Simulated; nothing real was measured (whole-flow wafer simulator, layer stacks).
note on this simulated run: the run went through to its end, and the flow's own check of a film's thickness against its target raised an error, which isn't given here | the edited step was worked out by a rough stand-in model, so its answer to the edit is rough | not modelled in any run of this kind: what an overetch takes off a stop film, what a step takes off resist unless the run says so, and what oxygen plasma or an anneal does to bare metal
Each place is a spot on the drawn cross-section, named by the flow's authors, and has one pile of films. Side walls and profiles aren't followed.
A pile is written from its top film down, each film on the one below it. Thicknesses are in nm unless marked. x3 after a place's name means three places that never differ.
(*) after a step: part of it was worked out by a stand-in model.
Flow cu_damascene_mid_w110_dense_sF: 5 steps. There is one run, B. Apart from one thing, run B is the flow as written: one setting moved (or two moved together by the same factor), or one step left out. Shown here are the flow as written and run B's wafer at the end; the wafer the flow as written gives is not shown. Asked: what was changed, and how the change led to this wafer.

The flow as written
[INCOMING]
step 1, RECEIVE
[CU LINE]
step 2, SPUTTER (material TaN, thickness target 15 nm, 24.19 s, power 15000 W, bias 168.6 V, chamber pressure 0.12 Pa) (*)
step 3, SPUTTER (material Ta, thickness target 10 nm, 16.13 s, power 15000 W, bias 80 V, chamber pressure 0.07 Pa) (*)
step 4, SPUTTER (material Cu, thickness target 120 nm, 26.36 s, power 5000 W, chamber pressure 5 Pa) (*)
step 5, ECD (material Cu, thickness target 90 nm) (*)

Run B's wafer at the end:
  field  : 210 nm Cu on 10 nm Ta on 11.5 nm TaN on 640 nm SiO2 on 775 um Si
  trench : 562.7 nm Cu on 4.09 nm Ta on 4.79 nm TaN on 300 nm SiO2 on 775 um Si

What caused this: step 2, SPUTTER: power 11550 W was run, though the flow has power 15000 W.

Step by step, how the change led to this:
  step 2, SPUTTER (material TaN, thickness target 15 nm, 24.19 s, power 15000 W, bias 168.6 V, chamber pressure 0.12 Pa) (*)
      field: +11.5 TaN (new film) (as written it would have been: +15 TaN (new film))
      trench: +4.79 TaN (new film) (as written it would have been: +6.23 TaN (new film))
